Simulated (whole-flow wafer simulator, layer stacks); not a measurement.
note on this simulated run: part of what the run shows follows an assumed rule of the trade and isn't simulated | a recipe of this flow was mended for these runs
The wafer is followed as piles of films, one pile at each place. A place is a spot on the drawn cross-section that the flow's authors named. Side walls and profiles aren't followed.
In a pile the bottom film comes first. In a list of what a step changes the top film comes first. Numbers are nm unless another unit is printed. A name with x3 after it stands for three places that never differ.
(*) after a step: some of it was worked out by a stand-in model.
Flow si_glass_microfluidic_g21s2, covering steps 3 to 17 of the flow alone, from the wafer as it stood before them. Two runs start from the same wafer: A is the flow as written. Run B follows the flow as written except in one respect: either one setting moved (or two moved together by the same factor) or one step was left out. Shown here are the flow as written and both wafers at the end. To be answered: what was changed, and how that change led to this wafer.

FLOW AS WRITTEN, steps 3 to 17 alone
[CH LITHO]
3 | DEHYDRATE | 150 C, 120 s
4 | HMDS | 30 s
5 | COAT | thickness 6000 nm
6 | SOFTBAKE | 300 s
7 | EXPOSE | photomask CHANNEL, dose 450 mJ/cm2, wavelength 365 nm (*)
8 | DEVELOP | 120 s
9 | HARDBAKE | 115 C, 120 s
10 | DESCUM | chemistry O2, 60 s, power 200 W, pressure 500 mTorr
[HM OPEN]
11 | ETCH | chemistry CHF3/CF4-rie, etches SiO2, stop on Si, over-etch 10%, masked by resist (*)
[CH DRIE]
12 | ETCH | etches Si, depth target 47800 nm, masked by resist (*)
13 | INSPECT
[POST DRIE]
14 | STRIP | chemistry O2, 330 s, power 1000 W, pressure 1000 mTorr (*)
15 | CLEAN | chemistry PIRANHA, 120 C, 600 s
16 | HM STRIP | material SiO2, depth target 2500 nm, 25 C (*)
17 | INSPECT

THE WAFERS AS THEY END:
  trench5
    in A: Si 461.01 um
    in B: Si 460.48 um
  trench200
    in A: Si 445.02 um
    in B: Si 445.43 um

Cause: step 5, COAT: thickness 3840 nm was run, whereas the flow has thickness 6000 nm.

How this came from the change, step by step:
  5 | COAT | thickness 6000 nm
      land, trench20, trench5, trench200: A thick-i-line-resist gains 6000 (new film) | B thick-i-line-resist gains 3840 (new film)
  8 | DEVELOP | 120 s
      trench20, trench5, trench200: A thick-i-line-resist loses 6000 (all of it) | B thick-i-line-resist loses 3840 (all of it)
  9 | HARDBAKE | 115 C, 120 s
      land: A thick-i-line-resist loses 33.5 | B thick-i-line-resist loses 17.8
  12 | ETCH | etches Si, depth target 47800 nm, masked by resist (*)
      trench5: A Si loses 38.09 um | B Si loses 38.62 um
      trench200: A Si loses 54.08 um | B Si loses 53.67 um
  14 | STRIP | chemistry O2, 330 s, power 1000 W, pressure 1000 mTorr (*)
      land: A thick-i-line-resist loses 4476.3 (all of it) | B thick-i-line-resist loses 2337.3 (all of it)
